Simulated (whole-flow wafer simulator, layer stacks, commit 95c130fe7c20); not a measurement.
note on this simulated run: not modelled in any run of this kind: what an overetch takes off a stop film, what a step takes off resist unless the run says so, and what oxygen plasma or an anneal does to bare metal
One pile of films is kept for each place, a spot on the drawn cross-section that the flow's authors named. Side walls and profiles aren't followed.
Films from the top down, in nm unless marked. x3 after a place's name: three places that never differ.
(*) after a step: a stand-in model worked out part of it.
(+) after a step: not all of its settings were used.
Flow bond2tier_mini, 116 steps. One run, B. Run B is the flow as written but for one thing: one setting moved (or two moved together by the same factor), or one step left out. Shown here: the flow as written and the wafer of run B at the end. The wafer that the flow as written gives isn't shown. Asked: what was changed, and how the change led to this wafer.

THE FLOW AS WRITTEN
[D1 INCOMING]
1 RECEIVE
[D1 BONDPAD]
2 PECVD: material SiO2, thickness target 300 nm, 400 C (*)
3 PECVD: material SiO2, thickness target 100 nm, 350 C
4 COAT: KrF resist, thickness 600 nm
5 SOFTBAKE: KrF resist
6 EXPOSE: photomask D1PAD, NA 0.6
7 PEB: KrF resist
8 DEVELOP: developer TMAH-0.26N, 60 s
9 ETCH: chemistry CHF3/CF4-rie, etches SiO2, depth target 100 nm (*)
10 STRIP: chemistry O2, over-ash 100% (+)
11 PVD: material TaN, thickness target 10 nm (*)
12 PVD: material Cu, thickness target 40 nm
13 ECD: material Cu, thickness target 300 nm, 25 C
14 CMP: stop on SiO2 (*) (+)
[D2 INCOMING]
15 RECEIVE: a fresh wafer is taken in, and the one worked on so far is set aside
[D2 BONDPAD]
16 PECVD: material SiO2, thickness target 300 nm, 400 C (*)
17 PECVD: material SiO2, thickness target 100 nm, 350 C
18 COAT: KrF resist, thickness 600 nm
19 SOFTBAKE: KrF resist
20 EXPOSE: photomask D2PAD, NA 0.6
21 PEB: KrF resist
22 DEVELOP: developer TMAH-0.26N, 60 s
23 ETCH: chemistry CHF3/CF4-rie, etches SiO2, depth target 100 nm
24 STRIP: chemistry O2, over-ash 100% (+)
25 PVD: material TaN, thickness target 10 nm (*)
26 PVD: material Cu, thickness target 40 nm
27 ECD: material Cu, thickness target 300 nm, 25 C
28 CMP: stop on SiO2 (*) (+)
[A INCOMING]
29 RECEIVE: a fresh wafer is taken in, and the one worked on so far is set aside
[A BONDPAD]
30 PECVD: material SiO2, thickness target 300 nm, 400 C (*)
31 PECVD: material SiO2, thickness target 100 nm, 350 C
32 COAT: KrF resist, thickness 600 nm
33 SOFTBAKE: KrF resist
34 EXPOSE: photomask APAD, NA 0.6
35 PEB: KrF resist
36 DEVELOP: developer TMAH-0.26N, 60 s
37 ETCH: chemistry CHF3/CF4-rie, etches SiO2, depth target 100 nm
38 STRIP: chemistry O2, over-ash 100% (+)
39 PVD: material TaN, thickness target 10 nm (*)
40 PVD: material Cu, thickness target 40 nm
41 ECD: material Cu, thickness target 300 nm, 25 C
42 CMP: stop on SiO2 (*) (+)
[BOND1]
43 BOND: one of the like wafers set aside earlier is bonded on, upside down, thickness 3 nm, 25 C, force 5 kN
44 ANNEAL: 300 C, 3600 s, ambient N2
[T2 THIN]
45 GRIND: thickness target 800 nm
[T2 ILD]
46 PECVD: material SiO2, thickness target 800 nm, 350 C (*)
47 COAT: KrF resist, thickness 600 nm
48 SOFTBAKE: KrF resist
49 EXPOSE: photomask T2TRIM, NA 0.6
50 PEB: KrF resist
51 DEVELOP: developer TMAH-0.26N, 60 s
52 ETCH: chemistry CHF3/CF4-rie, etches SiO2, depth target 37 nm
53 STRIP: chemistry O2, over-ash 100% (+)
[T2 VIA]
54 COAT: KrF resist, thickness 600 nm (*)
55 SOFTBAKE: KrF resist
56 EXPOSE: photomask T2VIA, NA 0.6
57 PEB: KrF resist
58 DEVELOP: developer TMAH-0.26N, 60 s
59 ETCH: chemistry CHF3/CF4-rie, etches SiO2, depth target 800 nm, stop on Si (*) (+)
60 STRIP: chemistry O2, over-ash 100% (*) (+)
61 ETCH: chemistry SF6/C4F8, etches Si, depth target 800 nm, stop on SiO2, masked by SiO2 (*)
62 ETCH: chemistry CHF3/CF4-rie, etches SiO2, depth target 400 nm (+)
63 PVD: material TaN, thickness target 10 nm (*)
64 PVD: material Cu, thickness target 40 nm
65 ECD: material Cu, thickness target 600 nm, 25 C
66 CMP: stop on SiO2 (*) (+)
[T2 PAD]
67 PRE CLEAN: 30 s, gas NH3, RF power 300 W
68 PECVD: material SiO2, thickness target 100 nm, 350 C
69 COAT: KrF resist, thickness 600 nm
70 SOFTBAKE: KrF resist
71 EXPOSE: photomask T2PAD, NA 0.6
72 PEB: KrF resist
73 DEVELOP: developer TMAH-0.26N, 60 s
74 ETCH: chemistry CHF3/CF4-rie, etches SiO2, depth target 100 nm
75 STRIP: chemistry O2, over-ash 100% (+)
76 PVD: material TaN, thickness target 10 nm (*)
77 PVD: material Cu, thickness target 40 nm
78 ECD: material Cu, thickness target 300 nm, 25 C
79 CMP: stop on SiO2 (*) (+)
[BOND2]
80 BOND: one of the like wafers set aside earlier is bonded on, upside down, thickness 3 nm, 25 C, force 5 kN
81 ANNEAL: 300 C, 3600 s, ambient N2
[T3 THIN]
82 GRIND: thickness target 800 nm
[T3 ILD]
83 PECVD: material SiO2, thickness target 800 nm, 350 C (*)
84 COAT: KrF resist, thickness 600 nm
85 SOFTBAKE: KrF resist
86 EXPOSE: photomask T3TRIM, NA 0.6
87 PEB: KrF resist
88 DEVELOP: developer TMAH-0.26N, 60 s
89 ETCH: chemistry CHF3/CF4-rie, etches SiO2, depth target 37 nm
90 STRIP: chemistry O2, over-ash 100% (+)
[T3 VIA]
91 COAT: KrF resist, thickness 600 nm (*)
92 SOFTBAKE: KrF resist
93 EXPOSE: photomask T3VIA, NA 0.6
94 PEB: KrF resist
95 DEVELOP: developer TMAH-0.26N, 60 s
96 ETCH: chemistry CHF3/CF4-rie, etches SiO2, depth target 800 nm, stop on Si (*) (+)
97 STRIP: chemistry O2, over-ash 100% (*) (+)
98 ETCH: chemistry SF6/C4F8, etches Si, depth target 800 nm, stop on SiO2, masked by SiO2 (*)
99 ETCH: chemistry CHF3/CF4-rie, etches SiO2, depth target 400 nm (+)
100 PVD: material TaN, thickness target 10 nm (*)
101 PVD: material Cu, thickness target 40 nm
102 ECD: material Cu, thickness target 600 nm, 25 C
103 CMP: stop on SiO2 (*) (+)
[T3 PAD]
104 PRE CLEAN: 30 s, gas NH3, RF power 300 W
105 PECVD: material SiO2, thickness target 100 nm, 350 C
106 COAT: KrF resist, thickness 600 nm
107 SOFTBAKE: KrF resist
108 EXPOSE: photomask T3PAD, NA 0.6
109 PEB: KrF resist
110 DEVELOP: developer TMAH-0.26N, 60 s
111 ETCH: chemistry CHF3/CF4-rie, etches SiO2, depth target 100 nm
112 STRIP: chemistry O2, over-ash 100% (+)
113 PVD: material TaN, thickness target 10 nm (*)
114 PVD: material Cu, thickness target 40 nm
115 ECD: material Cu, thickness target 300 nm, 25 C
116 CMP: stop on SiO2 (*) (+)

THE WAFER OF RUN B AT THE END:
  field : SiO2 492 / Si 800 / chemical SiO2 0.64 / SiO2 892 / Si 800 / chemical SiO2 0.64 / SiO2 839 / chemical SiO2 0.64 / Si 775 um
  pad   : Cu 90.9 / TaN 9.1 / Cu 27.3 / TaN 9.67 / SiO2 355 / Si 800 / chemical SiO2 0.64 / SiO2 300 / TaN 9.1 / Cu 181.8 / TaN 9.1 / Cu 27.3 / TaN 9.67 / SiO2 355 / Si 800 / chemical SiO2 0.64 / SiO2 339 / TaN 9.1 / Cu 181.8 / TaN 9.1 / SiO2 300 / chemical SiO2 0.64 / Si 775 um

The cause: step 3, PECVD: thickness target 139 nm was run, where the flow has thickness target 100 nm.

How the change led to this, step by step:
  3 PECVD: material SiO2, thickness target 100 nm, 350 C
      field, pad, via: SiO2 +139 (as written it would be: SiO2 +100)
  43 BOND: one of the like wafers set aside earlier is bonded on, upside down, thickness 3 nm, 25 C, force 5 kN
      field: Si +775 um (new film), chemical SiO2 +0.64 (new film), SiO2 +439 (as written it would be: Si +775 um (new film), chemical SiO2 +0.64 (new film), SiO2 +400)
      pad: Si +775 um (new film), chemical SiO2 +0.64 (new film), SiO2 +339 (new film), TaN +9.1 (new film), Cu +90.9 (as written it would be: Si +775 um (new film), chemical SiO2 +0.64 (new film), SiO2 +300 (new film), TaN +9.1 (new film), Cu +90.9)
      (and at 1 more place)
